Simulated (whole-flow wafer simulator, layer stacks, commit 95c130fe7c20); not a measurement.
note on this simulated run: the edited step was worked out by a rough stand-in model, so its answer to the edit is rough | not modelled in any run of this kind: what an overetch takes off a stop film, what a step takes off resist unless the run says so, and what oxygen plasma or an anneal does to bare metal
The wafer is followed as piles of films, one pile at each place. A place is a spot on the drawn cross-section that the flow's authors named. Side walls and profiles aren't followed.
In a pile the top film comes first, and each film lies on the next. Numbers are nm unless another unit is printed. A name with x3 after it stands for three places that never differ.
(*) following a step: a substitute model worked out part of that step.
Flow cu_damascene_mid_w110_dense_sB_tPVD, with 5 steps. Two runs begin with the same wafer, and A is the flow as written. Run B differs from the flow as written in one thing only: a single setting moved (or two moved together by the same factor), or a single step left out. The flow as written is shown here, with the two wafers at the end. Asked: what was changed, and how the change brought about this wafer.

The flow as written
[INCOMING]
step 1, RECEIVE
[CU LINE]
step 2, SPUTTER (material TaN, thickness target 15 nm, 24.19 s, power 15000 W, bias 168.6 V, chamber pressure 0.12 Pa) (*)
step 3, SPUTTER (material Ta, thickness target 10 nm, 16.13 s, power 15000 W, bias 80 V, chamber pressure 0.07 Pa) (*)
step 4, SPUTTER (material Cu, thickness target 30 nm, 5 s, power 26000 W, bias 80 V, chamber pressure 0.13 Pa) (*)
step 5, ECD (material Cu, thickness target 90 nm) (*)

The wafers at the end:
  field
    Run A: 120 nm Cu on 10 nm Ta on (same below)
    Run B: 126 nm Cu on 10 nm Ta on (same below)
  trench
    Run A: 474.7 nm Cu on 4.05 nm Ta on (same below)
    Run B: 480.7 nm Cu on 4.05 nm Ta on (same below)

Cause: step 4, SPUTTER: thickness target 36 nm was run, whereas the flow has thickness target 30 nm; step 4, SPUTTER: 6 s was run, where the flow has 5 s.

Step by step, how the change led to this:
  step 4, SPUTTER (material Cu, thickness target 30 nm, 5 s, power 26000 W, bias 80 V, chamber pressure 0.13 Pa) (*)
      field: A +30 Cu (new film) | B +36 Cu (new film)
      trench: A +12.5 Cu (new film) | B +15 Cu (new film)
